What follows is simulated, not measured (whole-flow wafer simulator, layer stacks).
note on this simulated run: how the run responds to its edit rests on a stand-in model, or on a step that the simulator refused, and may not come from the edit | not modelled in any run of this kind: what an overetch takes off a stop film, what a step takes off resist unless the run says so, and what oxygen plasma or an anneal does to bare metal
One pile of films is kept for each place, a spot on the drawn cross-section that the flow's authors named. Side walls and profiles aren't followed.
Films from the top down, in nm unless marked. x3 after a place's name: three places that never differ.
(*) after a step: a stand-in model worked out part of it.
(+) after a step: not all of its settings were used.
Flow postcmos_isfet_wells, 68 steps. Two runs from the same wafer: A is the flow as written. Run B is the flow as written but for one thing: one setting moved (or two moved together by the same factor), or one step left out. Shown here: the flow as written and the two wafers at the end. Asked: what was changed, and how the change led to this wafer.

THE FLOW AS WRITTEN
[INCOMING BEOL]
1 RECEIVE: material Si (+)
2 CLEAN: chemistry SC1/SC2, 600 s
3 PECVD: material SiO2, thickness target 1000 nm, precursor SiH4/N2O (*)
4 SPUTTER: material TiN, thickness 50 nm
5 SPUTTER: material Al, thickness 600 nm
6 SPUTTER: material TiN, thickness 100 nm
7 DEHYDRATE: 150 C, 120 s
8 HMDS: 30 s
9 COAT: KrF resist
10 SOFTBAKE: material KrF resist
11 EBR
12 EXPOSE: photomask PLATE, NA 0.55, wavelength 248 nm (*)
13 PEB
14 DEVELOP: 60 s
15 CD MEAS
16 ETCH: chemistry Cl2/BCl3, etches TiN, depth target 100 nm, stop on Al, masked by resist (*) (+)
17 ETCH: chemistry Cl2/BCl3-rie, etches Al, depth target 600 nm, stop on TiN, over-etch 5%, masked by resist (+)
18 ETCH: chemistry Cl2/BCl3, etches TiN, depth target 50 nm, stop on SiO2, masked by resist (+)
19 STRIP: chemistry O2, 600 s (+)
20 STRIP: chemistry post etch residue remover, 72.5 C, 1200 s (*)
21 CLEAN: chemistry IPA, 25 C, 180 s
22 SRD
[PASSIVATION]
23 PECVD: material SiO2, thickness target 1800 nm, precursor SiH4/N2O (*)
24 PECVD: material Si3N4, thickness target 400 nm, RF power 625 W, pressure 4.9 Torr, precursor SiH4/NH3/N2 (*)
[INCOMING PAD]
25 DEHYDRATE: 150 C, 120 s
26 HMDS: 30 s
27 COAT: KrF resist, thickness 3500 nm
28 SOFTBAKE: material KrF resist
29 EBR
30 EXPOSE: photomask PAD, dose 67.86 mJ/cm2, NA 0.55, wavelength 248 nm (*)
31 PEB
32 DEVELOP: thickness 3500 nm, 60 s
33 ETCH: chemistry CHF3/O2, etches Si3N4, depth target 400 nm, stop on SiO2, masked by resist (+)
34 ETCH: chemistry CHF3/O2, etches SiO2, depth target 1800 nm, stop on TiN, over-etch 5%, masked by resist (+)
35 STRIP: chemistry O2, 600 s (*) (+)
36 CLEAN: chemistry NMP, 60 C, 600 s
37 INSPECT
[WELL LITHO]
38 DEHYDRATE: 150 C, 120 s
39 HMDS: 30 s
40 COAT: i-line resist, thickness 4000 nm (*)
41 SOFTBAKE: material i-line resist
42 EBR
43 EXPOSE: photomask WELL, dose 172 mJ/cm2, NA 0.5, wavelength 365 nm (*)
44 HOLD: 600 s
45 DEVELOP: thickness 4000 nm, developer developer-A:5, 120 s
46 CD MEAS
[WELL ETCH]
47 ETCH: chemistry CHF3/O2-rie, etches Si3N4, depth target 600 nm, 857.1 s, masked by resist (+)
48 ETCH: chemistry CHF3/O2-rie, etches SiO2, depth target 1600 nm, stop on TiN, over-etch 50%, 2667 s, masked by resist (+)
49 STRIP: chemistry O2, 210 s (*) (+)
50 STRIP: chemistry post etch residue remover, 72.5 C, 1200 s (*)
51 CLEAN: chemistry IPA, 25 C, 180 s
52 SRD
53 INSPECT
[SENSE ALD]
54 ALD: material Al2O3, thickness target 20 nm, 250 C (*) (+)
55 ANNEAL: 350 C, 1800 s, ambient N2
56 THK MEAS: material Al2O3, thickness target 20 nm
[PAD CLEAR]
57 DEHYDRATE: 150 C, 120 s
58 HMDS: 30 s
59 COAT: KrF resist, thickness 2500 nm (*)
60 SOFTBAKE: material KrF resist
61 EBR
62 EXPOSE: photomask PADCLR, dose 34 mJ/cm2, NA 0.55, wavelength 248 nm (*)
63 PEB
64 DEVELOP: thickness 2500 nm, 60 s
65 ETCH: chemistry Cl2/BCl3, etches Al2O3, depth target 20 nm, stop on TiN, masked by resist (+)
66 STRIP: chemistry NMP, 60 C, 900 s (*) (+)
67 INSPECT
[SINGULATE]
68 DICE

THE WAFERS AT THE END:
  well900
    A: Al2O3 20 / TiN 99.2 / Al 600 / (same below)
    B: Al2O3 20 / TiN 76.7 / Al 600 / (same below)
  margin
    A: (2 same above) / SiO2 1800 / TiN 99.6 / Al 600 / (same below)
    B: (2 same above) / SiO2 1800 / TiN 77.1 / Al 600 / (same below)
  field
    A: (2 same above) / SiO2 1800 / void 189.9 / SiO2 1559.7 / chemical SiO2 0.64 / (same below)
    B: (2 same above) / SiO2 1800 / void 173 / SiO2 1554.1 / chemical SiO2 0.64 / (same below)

The cause: step 6, SPUTTER: thickness 77.5 nm was run, where the flow has thickness 100 nm.

How the change led to this, step by step:
  6 SPUTTER: material TiN, thickness 100 nm
      field, margin, well900, well1300 x3, pad_rim, pad_clr, pad_open: A TiN +100 (new film) | B TiN +77.5 (new film)
  16 ETCH: chemistry Cl2/BCl3, etches TiN, depth target 100 nm, stop on Al, masked by resist (*) (+)
      field: A TiN -100 (all of it) | B TiN -77.5 (all of it)
  23 PECVD: material SiO2, thickness target 1800 nm, precursor SiH4/N2O (*)
      field: A SiO2 +1800 (new film), void +189.9 (new film), SiO2 +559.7 | B SiO2 +1800 (new film), void +173 (new film), SiO2 +554.1
